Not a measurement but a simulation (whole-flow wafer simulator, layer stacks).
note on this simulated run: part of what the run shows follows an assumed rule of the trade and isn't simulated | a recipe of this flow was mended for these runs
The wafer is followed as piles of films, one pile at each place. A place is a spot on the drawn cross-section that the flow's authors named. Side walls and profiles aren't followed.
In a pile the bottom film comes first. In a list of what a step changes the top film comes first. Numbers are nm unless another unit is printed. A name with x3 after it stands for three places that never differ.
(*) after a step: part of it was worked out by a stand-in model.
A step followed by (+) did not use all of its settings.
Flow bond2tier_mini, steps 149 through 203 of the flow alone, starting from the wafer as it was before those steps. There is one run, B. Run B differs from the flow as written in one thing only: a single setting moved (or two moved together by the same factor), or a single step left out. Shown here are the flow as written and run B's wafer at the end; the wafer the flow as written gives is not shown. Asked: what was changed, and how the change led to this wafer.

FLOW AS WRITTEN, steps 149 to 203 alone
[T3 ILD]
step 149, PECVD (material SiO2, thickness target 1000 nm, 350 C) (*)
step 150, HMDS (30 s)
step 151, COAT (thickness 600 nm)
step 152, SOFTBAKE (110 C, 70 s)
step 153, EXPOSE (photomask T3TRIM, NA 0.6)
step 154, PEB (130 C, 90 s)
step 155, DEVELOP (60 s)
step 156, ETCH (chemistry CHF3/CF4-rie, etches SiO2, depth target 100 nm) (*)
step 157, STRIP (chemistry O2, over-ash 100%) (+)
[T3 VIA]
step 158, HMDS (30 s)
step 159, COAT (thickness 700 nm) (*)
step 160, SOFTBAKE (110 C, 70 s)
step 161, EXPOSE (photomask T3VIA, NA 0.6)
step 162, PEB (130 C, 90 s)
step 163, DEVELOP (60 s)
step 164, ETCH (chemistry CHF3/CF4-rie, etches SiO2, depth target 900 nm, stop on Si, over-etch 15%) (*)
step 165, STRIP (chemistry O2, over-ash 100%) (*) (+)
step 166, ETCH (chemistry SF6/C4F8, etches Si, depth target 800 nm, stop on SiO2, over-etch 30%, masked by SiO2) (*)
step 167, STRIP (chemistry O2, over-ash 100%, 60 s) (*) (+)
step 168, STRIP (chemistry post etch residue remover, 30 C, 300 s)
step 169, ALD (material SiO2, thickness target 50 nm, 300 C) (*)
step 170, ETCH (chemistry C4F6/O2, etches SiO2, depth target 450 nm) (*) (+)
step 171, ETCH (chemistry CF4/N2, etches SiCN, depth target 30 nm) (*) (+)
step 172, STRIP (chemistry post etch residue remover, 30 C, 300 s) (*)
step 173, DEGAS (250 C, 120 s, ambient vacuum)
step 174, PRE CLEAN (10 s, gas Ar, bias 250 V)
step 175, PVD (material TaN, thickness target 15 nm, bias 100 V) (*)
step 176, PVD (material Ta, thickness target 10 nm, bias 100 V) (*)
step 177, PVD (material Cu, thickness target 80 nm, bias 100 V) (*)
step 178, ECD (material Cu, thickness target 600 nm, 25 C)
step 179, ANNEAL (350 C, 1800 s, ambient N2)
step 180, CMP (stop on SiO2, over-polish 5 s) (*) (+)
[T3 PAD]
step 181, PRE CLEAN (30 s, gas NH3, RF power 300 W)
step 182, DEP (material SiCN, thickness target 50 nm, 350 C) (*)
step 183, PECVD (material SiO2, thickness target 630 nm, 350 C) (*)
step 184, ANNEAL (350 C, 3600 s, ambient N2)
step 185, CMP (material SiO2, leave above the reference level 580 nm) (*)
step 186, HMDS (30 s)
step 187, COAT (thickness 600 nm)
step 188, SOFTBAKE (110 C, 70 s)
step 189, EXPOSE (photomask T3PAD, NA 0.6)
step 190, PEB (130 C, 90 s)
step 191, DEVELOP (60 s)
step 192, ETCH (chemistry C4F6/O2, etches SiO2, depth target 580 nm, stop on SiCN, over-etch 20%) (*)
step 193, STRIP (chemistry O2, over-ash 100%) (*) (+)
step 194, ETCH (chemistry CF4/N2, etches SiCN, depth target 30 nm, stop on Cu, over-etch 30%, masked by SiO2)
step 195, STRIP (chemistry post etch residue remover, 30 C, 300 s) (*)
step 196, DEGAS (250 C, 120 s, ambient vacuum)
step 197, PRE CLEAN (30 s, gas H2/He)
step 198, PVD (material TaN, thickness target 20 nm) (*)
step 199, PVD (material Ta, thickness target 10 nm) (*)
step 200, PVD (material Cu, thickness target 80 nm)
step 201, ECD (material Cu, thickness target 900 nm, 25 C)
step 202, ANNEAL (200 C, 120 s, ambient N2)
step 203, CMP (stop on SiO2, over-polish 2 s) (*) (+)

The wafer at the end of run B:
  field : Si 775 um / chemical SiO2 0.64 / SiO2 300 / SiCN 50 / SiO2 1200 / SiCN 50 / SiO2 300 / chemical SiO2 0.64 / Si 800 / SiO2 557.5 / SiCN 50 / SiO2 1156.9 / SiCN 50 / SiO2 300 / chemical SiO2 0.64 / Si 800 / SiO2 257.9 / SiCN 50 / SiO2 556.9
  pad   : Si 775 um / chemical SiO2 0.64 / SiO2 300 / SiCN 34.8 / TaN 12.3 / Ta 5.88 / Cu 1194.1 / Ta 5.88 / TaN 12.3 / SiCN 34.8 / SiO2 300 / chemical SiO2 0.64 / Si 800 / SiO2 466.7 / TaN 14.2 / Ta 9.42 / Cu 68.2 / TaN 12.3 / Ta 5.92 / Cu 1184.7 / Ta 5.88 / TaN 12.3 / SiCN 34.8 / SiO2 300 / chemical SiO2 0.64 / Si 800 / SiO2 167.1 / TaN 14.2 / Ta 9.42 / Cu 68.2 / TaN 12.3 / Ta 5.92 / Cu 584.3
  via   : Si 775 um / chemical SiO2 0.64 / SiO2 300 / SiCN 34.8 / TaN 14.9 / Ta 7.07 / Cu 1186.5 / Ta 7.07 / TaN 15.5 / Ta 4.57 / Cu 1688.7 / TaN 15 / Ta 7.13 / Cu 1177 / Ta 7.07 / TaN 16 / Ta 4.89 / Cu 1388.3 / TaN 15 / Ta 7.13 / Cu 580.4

Cause: step 149, PECVD: thickness target 700 nm was run, while the flow as written has thickness target 1000 nm.

The path from the change to this, step by step:
  step 149, PECVD (material SiO2, thickness target 1000 nm, 350 C) (*)
      field, pad, via: SiO2 gains 700 (new film) (it would be, as written: SiO2 gains 1000 (new film))
  step 164, ETCH (chemistry CHF3/CF4-rie, etches SiO2, depth target 900 nm, stop on Si, over-etch 15%) (*)
      field, pad: thick-KrF-resist loses 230 (it would be, as written: thick-KrF-resist loses 345)
      via: SiO2 loses 600 (all of it), Si loses 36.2 (it would be, as written: SiO2 loses 900 (all of it), Si loses 11.2)
  step 165, STRIP (chemistry O2, over-ash 100%) (*) (+)
      field: thick-KrF-resist loses 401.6 (all of it) (it would be, as written: thick-KrF-resist loses 286.6 (all of it))
      pad: thick-KrF-resist loses 487.9 (all of it) (it would be, as written: thick-KrF-resist loses 372.9 (all of it))
  step 166, ETCH (chemistry SF6/C4F8, etches Si, depth target 800 nm, stop on SiO2, over-etch 30%, masked by SiO2) (*)
      via: Si loses 763.8 (all of it), chemical SiO2 loses 0.64 (all of it), SiO2 loses 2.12 (it would be, as written: Si loses 788.8 (all of it), chemical SiO2 loses 0.64 (all of it), SiO2 loses 1.87)
  step 177, PVD (material Cu, thickness target 80 nm, bias 100 V) (*)
      via: Cu gains 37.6 (new film) (it would be, as written: Cu gains 35 (new film))
  step 178, ECD (material Cu, thickness target 600 nm, 25 C)
      via: Cu gains 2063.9 (it would be, as written: Cu gains 2367)
